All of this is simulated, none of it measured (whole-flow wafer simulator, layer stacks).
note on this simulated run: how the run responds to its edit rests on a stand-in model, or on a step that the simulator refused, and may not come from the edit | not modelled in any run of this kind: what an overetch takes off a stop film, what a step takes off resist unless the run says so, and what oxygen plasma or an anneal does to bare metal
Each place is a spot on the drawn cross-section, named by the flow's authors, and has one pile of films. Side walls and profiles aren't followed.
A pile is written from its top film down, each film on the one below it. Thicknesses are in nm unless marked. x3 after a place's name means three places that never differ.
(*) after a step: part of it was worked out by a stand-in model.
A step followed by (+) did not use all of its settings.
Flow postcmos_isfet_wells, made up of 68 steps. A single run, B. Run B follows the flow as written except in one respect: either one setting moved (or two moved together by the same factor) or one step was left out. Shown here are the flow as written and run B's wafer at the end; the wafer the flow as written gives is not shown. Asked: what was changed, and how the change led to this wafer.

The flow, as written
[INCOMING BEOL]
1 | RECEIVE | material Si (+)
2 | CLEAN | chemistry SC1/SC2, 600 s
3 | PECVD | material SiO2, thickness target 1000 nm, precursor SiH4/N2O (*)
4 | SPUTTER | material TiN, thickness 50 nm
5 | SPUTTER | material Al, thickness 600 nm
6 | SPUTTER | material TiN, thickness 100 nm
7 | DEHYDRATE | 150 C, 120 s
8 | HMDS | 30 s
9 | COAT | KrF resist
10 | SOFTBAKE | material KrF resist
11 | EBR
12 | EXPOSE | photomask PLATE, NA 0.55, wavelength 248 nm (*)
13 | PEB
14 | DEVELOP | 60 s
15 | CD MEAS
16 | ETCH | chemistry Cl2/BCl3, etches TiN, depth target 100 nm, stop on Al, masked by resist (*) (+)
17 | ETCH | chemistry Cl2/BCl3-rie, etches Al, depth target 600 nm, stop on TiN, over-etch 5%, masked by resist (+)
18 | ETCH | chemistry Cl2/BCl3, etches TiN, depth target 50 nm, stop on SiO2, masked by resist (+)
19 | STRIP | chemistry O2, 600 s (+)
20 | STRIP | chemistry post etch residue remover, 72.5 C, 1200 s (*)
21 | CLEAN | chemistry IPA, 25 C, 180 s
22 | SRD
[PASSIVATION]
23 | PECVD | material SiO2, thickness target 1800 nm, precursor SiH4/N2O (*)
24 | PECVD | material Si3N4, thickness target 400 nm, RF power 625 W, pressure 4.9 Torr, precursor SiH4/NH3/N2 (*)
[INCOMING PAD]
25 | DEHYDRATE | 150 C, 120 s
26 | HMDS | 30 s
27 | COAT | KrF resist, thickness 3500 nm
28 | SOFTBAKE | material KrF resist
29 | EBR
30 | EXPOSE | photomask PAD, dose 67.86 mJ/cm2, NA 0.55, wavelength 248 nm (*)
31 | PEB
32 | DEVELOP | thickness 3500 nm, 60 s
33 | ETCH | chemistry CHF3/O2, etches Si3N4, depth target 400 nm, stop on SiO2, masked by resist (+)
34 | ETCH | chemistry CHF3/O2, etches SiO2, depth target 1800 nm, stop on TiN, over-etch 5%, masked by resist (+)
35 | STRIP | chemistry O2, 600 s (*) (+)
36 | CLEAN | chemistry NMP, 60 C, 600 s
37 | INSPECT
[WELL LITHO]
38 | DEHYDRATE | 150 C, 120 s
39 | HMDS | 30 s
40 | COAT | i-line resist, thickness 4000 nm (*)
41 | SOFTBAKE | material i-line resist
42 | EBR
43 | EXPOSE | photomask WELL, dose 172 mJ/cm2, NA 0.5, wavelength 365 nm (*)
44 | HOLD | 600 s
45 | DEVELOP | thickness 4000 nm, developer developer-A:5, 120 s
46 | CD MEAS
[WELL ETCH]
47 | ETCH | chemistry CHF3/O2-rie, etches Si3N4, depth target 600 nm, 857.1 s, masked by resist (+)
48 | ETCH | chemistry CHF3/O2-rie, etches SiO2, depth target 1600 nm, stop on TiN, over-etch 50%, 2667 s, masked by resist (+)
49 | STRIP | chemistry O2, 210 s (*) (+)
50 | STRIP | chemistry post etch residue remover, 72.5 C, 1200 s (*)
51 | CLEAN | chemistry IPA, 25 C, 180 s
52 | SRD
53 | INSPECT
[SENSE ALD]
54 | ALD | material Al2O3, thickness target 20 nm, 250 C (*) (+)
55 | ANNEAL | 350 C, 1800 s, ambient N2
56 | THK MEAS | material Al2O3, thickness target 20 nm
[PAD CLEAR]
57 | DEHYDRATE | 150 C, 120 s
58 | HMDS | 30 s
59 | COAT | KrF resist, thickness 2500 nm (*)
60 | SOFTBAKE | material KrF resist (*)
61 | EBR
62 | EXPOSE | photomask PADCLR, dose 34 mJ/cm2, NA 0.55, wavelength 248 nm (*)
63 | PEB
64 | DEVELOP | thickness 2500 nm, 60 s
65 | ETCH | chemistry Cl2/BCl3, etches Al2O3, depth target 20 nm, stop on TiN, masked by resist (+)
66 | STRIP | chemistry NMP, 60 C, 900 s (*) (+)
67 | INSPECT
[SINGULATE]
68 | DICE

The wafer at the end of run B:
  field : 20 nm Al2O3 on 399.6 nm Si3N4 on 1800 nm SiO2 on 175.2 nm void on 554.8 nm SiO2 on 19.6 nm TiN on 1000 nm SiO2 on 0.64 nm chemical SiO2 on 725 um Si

Cause: step 18, ETCH: depth target 30 nm was run, while the flow as written has depth target 50 nm.

How this came from the change, step by step:
  18 | ETCH | chemistry Cl2/BCl3, etches TiN, depth target 50 nm, stop on SiO2, masked by resist (+)
      field: -30 TiN (it would be, as written: -50 TiN (all of it))
      margin, well900, well1300, well2000, well3000, pad_rim, pad_clr, pad_open: -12 KrF resist (it would be, as written: -20 KrF resist)
  23 | PECVD | material SiO2, thickness target 1800 nm, precursor SiH4/N2O (*)
      field: +1800 SiO2 (new film), +175.2 void (new film), +554.8 SiO2 (new film) (it would be, as written: +1800 SiO2 (new film), +189.9 void (new film), +559.7 SiO2)
With metal films that touch counted as one body, field has 1 body; the flow as written gives 0 bodies.
